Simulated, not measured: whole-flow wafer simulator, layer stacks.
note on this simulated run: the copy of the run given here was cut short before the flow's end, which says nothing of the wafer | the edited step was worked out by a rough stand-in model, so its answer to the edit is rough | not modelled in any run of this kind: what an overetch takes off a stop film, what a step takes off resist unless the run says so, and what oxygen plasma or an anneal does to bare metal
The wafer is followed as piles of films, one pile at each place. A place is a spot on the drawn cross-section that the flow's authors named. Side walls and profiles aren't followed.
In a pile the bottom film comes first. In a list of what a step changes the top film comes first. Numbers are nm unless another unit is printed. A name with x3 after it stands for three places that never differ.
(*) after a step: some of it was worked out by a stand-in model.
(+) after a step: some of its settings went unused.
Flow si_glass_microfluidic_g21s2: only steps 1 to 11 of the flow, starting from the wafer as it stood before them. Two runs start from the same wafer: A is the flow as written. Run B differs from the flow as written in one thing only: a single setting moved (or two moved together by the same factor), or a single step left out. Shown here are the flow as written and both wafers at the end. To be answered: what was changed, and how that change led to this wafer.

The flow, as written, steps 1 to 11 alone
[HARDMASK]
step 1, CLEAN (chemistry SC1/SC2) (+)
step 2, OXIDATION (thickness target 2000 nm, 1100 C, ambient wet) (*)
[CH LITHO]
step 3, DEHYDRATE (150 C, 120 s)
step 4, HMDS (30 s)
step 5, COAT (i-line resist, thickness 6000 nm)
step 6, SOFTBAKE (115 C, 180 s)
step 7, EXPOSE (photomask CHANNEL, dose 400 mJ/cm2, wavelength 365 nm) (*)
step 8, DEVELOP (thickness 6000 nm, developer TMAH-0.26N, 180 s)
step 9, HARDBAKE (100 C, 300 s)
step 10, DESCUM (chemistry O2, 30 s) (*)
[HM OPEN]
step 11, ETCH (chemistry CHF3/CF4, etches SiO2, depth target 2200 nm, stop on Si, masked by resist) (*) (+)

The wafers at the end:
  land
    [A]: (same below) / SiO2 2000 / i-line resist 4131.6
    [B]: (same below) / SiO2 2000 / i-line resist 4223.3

What caused this: step 11, ETCH: depth target 2090 nm was run, though the flow has depth target 2200 nm.

The path from the change to this, step by step:
  step 11, ETCH (chemistry CHF3/CF4, etches SiO2, depth target 2200 nm, stop on Si, masked by resist) (*) (+)
      land: A i-line resist loses 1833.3 | B i-line resist loses 1741.7
